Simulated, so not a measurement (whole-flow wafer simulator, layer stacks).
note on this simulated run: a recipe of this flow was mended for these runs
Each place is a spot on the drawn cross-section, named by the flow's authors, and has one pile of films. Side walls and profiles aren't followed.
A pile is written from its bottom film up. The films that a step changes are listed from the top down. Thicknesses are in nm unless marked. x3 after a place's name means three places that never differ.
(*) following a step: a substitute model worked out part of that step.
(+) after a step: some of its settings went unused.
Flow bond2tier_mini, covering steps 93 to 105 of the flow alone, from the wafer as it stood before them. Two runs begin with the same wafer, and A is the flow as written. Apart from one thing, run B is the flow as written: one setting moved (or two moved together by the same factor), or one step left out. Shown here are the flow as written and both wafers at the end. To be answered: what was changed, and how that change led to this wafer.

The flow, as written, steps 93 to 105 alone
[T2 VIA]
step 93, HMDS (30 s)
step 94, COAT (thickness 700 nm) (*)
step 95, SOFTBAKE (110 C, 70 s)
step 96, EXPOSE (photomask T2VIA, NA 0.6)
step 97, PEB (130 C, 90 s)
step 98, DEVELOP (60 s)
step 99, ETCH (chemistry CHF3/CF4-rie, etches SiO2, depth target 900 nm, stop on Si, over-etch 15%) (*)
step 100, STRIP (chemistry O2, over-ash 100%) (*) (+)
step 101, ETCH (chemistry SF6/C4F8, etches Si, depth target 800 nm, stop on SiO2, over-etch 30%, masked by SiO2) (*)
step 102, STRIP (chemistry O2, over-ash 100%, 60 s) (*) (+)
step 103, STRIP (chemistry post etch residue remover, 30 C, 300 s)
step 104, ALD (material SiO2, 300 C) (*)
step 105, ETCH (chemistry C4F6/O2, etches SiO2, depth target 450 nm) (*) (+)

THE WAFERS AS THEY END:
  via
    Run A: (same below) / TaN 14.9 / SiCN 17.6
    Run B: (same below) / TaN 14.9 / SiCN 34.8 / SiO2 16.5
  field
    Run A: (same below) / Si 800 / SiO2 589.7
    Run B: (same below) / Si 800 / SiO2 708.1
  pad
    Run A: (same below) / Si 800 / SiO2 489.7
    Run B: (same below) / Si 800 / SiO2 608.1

The reason: step 105, ETCH: depth target 331.6 nm was run, while the flow as written has depth target 450 nm.

How this came from the change, step by step:
  step 105, ETCH (chemistry C4F6/O2, etches SiO2, depth target 450 nm) (*) (+)
      via: A SiO2 loses 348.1 (all of it), SiCN loses 17.2 | B SiO2 loses 331.6
      field, pad: A SiO2 loses 450 | B SiO2 loses 331.6
